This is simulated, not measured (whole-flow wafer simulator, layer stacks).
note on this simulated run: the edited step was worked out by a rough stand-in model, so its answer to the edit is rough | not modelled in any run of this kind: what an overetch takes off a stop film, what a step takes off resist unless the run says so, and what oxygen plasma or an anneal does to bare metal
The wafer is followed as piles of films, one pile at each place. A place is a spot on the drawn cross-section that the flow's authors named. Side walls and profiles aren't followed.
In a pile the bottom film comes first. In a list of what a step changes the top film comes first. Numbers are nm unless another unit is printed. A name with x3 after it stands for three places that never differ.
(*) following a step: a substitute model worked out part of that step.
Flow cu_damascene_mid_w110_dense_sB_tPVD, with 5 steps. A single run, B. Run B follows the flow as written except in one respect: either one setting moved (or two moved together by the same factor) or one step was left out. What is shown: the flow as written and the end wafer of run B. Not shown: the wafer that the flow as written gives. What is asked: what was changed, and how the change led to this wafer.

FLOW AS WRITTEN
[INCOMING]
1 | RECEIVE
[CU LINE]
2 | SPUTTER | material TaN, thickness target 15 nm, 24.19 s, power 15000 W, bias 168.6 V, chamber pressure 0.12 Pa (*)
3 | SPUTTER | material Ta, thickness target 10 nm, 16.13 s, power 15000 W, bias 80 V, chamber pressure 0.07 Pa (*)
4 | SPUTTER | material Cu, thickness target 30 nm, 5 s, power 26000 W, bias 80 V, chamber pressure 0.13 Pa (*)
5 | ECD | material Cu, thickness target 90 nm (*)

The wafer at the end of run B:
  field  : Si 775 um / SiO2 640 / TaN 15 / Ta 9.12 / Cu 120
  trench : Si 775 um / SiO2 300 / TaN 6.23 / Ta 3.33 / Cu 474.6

What caused this: step 3, SPUTTER: bias 108 V was run, though the flow has bias 80 V.

Step by step, how the change led to this:
  3 | SPUTTER | material Ta, thickness target 10 nm, 16.13 s, power 15000 W, bias 80 V, chamber pressure 0.07 Pa (*)
      field: Ta gains 9.12 (new film) (in the flow as written it would be: Ta gains 10 (new film))
      trench: Ta gains 3.33 (new film) (in the flow as written it would be: Ta gains 4.05 (new film))
